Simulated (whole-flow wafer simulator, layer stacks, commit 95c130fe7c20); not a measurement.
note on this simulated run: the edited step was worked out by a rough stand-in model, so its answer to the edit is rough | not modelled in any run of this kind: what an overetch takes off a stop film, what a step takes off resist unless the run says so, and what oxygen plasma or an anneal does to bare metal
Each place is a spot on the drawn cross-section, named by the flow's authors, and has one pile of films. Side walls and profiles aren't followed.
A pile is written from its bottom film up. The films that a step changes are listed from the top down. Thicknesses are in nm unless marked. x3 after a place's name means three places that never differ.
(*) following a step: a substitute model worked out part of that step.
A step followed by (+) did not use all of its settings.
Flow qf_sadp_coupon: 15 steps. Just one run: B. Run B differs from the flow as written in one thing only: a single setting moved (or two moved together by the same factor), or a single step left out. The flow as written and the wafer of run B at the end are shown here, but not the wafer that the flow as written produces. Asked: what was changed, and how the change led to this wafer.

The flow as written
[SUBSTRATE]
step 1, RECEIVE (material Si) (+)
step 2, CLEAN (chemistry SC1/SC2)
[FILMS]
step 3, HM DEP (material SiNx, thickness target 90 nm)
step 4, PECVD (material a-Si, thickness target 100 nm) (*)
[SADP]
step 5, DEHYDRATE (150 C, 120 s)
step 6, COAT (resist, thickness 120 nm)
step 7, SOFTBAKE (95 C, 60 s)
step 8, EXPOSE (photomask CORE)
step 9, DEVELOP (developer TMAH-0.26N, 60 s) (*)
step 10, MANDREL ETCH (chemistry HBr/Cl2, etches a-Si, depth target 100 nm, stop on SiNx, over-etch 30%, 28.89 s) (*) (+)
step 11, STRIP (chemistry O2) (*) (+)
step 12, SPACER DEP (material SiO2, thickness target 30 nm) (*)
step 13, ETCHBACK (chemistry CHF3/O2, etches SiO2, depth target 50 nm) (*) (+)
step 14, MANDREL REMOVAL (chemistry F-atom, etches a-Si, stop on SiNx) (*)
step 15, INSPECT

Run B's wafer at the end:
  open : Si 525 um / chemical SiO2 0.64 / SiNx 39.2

What caused this: step 13, ETCHBACK: depth target 78.8 nm was run, though the flow has depth target 50 nm.

The path from the change to this, step by step:
  step 13, ETCHBACK (chemistry CHF3/O2, etches SiO2, depth target 50 nm) (*) (+)
      m: -30 SiO2 (all of it), -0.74 chemical SiO2 (all of it), -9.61 a-Si (as written it would have been: -30 SiO2 (all of it), -0.74 chemical SiO2 (all of it), -3.85 a-Si)
      open: -30 SiO2 (all of it), -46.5 SiNx (as written it would have been: -30 SiO2 (all of it), -19 SiNx)
  step 14, MANDREL REMOVAL (chemistry F-atom, etches a-Si, stop on SiNx) (*)
      m: -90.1 a-Si (all of it) (as written it would have been: -95.8 a-Si (all of it))
